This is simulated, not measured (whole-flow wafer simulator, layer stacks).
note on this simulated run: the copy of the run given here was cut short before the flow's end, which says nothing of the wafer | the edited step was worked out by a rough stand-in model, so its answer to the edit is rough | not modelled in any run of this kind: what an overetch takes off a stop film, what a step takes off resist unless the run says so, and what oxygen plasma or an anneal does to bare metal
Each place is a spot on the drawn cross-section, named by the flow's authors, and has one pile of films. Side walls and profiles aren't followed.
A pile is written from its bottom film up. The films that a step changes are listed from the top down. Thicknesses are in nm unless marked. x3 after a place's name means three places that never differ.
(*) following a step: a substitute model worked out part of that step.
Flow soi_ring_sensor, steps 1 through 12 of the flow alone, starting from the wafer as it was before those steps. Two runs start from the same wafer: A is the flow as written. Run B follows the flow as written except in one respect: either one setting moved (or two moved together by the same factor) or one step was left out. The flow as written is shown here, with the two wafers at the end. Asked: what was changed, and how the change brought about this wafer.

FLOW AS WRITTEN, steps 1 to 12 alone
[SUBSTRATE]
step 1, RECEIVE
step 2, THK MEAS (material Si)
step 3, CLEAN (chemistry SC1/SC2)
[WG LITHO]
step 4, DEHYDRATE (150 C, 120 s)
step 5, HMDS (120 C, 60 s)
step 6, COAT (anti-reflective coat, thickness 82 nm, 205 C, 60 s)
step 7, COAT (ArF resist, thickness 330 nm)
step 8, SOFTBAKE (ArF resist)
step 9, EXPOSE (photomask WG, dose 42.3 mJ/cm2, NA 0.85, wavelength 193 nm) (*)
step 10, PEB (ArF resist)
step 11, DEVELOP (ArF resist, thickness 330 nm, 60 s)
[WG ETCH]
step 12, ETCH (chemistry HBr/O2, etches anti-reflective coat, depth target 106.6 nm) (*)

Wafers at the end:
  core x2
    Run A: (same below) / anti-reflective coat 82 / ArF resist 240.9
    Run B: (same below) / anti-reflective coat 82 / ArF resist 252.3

The reason: step 12, ETCH: depth target 92.3 nm was run, whereas the flow has depth target 106.6 nm.

The path from the change to this, step by step:
  step 12, ETCH (chemistry HBr/O2, etches anti-reflective coat, depth target 106.6 nm) (*)
      core x2: A -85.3 ArF resist | B -73.8 ArF resist
